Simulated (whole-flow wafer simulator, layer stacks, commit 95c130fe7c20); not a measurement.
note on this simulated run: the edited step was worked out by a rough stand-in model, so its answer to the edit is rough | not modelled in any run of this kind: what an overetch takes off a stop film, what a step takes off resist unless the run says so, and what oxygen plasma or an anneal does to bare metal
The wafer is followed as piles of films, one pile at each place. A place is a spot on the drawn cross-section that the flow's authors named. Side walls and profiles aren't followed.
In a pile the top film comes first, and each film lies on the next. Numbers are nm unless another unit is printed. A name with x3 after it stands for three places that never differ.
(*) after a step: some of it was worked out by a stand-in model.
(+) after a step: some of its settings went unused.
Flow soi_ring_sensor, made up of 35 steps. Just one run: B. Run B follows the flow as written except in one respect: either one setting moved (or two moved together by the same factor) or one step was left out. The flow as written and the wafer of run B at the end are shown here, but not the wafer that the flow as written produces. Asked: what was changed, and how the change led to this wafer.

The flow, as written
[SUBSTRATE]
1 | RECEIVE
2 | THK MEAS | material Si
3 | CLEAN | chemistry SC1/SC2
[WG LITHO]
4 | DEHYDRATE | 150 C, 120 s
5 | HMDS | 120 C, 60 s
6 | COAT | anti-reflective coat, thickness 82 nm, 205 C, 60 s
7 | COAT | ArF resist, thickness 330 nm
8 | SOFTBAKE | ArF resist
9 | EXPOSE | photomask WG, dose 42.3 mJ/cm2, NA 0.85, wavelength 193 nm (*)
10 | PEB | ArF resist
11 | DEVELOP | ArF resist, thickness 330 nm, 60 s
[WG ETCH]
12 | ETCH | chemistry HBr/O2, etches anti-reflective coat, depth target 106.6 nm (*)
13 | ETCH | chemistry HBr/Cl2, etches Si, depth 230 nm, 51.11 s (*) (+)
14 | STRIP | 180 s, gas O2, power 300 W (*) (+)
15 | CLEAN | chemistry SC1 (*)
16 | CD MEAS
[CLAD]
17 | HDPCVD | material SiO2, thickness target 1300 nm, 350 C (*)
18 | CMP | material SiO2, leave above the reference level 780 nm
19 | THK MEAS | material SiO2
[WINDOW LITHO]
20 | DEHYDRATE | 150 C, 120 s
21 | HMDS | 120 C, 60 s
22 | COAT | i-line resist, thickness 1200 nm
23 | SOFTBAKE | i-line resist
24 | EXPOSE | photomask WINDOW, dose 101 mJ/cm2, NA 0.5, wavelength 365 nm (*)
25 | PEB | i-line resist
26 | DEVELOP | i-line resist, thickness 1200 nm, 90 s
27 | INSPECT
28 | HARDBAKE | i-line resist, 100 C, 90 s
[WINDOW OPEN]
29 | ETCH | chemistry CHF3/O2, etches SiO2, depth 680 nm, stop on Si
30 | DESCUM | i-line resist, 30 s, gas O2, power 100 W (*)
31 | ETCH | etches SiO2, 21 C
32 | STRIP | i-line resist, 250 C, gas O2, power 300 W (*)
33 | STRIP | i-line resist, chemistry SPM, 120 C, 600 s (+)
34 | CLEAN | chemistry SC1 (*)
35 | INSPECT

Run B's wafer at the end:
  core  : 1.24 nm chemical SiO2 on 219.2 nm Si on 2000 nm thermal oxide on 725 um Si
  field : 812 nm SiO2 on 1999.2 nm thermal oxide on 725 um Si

The reason: step 17, HDPCVD: thickness target 812 nm was run, though the flow has thickness target 1300 nm.

The path from the change to this, step by step:
  17 | HDPCVD | material SiO2, thickness target 1300 nm, 350 C (*)
      core, gap, window, field, core_clad, gap_clad: SiO2 gains 812 (new film) (as written it would have been: SiO2 gains 1300 (new film))
  18 | CMP | material SiO2, leave above the reference level 780 nm
      gap, window, field, gap_clad: nothing (as written it would have been: SiO2 loses 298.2)
      core, core_clad: SiO2 loses 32 (as written it would have been: SiO2 loses 520)
  22 | COAT | i-line resist, thickness 1200 nm
      core, core_clad: i-line resist gains 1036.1 (new film) (as written it would have been: i-line resist gains 1200 (new film))
      gap, gap_clad: i-line resist gains 1227.8 (new film) (as written it would have been: i-line resist gains 1200 (new film))
  23 | SOFTBAKE | i-line resist
      core, core_clad: i-line resist loses 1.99 (as written it would have been: nothing)
      gap, gap_clad: i-line resist loses 2.47 (as written it would have been: nothing)
      (as well as at 1 more place)
  25 | PEB | i-line resist
      core, core_clad: i-line resist loses 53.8 (as written it would have been: i-line resist loses 62.8)
      gap, gap_clad: i-line resist loses 64.2 (as written it would have been: i-line resist loses 62.8)
  26 | DEVELOP | i-line resist, thickness 1200 nm, 90 s
      core: i-line resist loses 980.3 (all of it) (as written it would have been: i-line resist loses 1137.2 (all of it))
      gap: i-line resist loses 1161.1 (all of it) (as written it would have been: i-line resist loses 1137.2 (all of it))
  32 | STRIP | i-line resist, 250 C, gas O2, power 300 W (*)
      core_clad: i-line resist loses 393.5 (all of it) (as written it would have been: i-line resist loses 550.1 (all of it))
